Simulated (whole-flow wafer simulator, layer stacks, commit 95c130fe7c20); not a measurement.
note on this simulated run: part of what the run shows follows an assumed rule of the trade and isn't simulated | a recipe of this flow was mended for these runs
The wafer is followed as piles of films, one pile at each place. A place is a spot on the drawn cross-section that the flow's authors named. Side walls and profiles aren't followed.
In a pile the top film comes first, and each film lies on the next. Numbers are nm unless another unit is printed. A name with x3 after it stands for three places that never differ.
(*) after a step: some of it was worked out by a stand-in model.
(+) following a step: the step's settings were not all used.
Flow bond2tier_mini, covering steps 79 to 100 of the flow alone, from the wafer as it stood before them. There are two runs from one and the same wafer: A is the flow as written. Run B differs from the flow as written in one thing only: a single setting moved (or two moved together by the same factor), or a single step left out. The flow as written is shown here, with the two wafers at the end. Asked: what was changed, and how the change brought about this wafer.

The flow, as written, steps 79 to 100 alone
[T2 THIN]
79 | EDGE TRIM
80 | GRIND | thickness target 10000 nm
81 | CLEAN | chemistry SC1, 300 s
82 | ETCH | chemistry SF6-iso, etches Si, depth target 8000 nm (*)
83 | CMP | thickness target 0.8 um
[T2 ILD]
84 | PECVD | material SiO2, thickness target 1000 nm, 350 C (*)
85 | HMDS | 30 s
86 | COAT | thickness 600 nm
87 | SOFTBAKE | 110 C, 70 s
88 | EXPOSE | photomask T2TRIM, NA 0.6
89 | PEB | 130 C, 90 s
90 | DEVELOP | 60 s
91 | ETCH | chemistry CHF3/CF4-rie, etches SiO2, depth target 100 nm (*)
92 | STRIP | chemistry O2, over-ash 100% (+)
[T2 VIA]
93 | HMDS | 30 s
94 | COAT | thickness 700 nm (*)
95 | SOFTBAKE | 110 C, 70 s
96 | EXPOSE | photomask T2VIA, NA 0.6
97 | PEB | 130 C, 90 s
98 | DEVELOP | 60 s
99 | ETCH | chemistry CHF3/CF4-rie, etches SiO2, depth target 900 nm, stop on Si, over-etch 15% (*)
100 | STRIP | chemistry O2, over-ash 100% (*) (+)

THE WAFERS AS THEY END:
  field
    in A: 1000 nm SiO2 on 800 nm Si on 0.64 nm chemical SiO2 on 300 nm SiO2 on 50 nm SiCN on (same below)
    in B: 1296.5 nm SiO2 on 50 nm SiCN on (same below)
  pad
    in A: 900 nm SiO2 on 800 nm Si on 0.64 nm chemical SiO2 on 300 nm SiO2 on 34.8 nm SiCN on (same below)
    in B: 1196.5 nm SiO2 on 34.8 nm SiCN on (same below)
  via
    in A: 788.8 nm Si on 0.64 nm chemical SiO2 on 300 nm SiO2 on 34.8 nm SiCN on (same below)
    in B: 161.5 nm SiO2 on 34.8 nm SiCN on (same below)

What caused this: step 80, GRIND: thickness target 7584 nm was run, whereas the flow has thickness target 10000 nm.

How this came from the change, step by step:
  80 | GRIND | thickness target 10000 nm
      field, pad, via: A Si loses 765 um | B Si loses 767.42 um
  82 | ETCH | chemistry SF6-iso, etches Si, depth target 8000 nm (*)
      field, pad, via: A chemical SiO2 loses 0.6 (all of it), Si loses 8000 | B chemical SiO2 loses 0.6 (all of it), Si loses 7583.7 (all of it), chemical SiO2 loses 0.64 (all of it), SiO2 loses 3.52
  83 | CMP | thickness target 0.8 um
      field, pad, via: A Si loses 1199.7 | B nothing
  84 | PECVD | material SiO2, thickness target 1000 nm, 350 C (*)
      field, pad, via: A SiO2 gains 1000 (new film) | B SiO2 gains 1000
  99 | ETCH | chemistry CHF3/CF4-rie, etches SiO2, depth target 900 nm, stop on Si, over-etch 15% (*)
      via: A SiO2 loses 900 (all of it), Si loses 11.2 | B SiO2 loses 1035
